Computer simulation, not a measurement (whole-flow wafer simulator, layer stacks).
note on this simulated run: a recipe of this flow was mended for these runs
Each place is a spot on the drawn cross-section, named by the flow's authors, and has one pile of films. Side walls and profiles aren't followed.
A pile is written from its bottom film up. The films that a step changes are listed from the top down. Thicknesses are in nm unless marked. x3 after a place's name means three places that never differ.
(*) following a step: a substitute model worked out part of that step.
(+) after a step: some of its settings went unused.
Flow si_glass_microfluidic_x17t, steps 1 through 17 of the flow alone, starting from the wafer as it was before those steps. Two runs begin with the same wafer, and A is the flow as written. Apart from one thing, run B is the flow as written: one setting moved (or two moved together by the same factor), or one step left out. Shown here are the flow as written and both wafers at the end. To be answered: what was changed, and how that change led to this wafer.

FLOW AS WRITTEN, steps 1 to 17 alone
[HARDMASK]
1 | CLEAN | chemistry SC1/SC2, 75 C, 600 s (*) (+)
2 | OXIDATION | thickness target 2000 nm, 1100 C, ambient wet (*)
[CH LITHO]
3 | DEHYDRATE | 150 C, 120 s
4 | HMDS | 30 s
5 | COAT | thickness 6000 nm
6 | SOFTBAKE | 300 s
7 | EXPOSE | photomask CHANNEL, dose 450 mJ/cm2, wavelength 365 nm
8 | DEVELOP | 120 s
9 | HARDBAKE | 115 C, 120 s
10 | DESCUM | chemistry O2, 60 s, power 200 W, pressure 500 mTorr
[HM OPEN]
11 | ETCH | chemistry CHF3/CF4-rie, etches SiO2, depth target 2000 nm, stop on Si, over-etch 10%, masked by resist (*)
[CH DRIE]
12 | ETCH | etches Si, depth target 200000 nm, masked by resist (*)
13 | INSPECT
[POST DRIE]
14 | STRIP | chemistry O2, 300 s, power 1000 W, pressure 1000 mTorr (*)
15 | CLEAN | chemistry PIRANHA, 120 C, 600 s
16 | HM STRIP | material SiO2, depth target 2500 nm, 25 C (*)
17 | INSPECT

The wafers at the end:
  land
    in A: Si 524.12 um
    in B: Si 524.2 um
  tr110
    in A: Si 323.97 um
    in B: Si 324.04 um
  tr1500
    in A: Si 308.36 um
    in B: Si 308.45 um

What caused this: step 2, OXIDATION: thickness target 1812 nm was run, whereas the flow has thickness target 2000 nm.

How this came from the change, step by step:
  2 | OXIDATION | thickness target 2000 nm, 1100 C, ambient wet (*)
      land, tr110, tr1500, tr15: A SiO2 gains 2000 (new film), chemical SiO2 loses 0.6 (all of it), Si loses 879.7 | B SiO2 gains 1812 (new film), chemical SiO2 loses 0.6 (all of it), Si loses 797
  11 | ETCH | chemistry CHF3/CF4-rie, etches SiO2, depth target 2000 nm, stop on Si, over-etch 10%, masked by resist (*)
      tr110, tr1500, tr15: A SiO2 loses 2000 (all of it), Si loses 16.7 | B SiO2 loses 1812 (all of it), Si loses 32.3
      land: A thick-i-line-resist loses 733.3 | B thick-i-line-resist loses 664.4
  12 | ETCH | etches Si, depth target 200000 nm, masked by resist (*)
      tr1500: A Si loses 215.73 um | B Si loses 215.72 um
      tr15: A Si loses 149.99 um | B Si loses 150.03 um
  14 | STRIP | chemistry O2, 300 s, power 1000 W, pressure 1000 mTorr (*)
      land: A thick-i-line-resist loses 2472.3 (all of it) | B thick-i-line-resist loses 2541.5 (all of it)
  16 | HM STRIP | material SiO2, depth target 2500 nm, 25 C (*)
      land: A SiO2 loses 2000 (all of it) | B SiO2 loses 1812 (all of it)
